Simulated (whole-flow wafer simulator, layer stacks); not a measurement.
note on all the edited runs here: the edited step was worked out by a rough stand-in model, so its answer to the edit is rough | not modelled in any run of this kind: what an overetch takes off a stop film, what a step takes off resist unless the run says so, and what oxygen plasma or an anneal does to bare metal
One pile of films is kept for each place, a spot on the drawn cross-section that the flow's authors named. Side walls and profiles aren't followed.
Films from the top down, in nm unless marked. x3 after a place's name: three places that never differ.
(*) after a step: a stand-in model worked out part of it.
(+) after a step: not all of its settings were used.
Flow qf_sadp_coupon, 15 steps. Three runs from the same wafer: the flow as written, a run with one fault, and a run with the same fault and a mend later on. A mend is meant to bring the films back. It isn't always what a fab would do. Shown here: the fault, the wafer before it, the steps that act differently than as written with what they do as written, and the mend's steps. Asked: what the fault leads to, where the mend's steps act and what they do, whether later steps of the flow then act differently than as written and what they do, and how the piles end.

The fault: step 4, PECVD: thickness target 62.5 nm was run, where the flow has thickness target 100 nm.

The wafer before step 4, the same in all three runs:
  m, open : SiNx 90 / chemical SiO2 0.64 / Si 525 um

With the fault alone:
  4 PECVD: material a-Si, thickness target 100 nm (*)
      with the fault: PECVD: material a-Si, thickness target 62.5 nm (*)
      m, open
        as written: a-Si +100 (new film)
        with the fault: a-Si +62.5 (new film)
  Later steps of the flow that act differently than as written:
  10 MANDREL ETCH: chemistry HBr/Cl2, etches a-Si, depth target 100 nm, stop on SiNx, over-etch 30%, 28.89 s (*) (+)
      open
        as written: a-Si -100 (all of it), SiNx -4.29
        with the fault: a-Si -62.5 (all of it), SiNx -9.64
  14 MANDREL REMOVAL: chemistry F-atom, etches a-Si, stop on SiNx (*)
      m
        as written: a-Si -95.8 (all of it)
        with the fault: a-Si -58.3 (all of it)
  At the end the piles differ from the flow's by more than 2% or 0.5 nm, whichever is larger, at open.
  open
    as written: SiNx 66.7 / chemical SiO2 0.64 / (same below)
    with the fault: SiNx 61.3 / chemical SiO2 0.64 / (same below)

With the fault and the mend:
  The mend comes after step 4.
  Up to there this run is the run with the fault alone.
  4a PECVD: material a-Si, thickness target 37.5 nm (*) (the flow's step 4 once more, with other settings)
      m, open
        a-Si +37.5
  No later step of the flow acts differently than as written at any place that is followed.
  At the end the piles are the same as the flow's at every place that both follow.
